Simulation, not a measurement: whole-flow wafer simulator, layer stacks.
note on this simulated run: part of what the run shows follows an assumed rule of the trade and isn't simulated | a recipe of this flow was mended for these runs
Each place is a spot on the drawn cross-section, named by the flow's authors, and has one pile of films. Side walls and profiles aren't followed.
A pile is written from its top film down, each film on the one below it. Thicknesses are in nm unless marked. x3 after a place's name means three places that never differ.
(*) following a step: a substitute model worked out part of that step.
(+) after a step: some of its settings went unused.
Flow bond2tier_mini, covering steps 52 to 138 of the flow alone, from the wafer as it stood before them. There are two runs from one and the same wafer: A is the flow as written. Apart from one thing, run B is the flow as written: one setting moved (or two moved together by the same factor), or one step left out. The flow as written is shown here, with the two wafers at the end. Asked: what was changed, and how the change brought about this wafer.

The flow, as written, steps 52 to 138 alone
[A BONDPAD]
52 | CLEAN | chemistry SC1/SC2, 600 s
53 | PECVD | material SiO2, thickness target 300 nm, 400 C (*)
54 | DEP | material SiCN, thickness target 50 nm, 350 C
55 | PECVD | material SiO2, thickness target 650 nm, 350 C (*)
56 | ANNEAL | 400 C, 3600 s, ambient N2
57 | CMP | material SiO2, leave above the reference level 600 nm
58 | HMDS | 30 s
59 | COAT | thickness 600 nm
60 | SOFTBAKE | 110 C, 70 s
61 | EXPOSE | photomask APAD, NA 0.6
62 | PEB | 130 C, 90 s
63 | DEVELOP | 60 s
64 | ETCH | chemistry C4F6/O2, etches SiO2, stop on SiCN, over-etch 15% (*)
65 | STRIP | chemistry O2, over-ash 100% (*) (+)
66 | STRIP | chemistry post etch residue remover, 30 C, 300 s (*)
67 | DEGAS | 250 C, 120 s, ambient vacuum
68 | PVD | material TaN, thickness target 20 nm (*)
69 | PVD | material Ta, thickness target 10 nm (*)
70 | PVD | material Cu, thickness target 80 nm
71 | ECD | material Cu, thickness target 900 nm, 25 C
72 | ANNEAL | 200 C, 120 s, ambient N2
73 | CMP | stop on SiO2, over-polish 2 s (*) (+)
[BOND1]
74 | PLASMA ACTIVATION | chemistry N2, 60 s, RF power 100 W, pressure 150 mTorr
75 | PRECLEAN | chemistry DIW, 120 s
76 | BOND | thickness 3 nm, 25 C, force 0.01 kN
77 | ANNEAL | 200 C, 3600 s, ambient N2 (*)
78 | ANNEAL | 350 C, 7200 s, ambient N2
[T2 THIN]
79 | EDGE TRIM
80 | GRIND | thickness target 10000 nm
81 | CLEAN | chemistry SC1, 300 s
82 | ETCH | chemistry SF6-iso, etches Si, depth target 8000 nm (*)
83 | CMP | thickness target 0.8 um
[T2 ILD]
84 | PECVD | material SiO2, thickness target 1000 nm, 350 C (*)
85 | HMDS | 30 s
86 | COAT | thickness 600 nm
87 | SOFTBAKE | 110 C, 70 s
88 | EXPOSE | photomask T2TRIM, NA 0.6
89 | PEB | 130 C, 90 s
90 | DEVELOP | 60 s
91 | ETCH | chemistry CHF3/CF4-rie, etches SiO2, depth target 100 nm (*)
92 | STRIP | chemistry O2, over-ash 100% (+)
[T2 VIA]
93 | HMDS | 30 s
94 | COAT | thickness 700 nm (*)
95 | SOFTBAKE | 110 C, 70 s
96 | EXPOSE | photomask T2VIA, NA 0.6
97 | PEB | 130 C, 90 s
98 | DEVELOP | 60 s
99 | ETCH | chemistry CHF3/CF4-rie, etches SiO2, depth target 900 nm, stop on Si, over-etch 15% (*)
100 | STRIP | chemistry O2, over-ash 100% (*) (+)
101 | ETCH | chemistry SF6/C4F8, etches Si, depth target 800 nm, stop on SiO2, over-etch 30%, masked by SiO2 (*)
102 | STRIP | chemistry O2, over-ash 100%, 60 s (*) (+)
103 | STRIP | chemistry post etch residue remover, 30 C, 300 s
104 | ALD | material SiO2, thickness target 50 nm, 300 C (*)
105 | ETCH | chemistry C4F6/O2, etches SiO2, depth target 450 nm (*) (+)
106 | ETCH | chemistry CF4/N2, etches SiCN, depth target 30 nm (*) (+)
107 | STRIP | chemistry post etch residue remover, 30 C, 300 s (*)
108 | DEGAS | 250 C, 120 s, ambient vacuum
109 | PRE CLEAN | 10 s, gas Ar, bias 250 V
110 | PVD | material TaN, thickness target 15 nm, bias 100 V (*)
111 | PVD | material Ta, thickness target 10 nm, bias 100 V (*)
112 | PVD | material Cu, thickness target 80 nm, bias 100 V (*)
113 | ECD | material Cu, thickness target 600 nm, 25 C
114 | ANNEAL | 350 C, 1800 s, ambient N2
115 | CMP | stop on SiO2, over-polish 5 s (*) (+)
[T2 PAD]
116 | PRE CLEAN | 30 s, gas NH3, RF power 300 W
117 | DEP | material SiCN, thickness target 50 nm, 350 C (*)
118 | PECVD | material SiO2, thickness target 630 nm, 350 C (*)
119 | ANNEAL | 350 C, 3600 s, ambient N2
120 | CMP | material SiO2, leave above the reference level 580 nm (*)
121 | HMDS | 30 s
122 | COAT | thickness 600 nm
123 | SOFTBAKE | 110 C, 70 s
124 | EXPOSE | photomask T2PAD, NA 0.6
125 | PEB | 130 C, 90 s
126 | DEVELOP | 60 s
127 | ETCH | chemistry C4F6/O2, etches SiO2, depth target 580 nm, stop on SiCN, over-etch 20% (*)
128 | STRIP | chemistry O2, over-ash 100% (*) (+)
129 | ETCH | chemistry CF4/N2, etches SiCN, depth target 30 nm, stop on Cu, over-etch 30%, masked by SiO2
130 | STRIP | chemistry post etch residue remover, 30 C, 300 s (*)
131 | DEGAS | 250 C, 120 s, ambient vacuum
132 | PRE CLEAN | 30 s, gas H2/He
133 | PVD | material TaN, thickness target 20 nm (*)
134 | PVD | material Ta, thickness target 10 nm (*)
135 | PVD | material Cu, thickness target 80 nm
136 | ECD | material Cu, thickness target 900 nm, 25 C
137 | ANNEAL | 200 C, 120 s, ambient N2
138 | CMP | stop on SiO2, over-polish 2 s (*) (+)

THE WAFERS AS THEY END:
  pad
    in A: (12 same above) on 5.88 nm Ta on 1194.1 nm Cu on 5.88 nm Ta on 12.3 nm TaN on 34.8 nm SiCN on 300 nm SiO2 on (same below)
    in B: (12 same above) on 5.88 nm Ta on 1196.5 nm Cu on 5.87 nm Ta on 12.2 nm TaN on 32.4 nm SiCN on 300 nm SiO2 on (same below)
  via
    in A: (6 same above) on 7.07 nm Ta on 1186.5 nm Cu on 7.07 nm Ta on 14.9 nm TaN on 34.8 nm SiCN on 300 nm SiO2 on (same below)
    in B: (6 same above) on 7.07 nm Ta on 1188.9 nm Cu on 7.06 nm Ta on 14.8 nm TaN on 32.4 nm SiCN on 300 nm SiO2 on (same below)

Cause: step 64, ETCH: over-etch 17.4% was run, while the flow as written has over-etch 15%.

The path from the change to this, step by step:
  64 | ETCH | chemistry C4F6/O2, etches SiO2, stop on SiCN, over-etch 15% (*)
      pad, via: A SiO2 loses 600 (all of it), SiCN loses 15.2 | B SiO2 loses 600 (all of it), SiCN loses 17.6
      field: A thick-KrF-resist loses 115 | B thick-KrF-resist loses 117.4
